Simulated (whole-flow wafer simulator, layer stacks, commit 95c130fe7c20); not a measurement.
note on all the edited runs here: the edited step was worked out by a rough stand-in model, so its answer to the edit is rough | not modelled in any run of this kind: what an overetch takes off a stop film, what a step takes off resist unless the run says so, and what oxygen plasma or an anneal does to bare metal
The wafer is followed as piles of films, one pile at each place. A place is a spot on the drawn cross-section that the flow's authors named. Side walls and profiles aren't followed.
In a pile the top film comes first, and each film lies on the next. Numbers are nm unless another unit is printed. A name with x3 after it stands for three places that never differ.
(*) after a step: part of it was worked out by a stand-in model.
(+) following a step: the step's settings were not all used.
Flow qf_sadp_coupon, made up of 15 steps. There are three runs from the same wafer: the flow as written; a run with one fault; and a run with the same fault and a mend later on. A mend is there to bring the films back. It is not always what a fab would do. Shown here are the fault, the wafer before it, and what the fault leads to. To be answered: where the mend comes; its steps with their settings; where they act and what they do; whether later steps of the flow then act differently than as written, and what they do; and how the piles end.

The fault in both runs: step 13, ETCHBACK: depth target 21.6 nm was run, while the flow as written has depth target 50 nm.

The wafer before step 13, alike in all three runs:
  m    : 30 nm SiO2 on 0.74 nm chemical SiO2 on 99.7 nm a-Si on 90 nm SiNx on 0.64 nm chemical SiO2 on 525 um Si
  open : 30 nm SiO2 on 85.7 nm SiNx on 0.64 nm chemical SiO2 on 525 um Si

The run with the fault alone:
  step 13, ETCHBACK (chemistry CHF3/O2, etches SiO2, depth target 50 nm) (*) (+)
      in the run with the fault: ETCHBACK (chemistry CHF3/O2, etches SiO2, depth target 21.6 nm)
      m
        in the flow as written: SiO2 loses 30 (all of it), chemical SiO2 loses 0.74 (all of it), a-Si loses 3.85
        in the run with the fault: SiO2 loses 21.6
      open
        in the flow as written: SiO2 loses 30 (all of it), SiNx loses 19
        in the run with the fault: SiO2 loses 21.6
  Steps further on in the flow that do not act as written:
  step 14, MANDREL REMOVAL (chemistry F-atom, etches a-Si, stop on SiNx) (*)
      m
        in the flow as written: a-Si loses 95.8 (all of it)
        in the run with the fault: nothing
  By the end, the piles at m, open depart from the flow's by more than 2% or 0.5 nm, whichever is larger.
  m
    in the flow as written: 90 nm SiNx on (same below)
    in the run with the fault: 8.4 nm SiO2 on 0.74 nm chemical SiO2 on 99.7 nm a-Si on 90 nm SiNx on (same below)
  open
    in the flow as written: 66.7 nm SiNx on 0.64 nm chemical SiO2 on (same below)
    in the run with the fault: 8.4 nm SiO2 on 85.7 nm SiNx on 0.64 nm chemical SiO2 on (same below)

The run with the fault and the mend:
  The mend stands after step 13.
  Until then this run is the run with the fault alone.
  step 13a, ETCHBACK (chemistry CHF3/O2, etches SiO2, depth target 28.4 nm) (*) (+) (the flow's step 13, run once more with other settings)
      m
        SiO2 loses 8.4 (all of it), chemical SiO2 loses 0.74 (all of it), a-Si loses 3.85
      open
        SiO2 loses 8.4 (all of it), SiNx loses 19
  Later steps of the flow that are run all act as written at every place that is followed.
  The piles end the same as the flow's at every place that both follow.
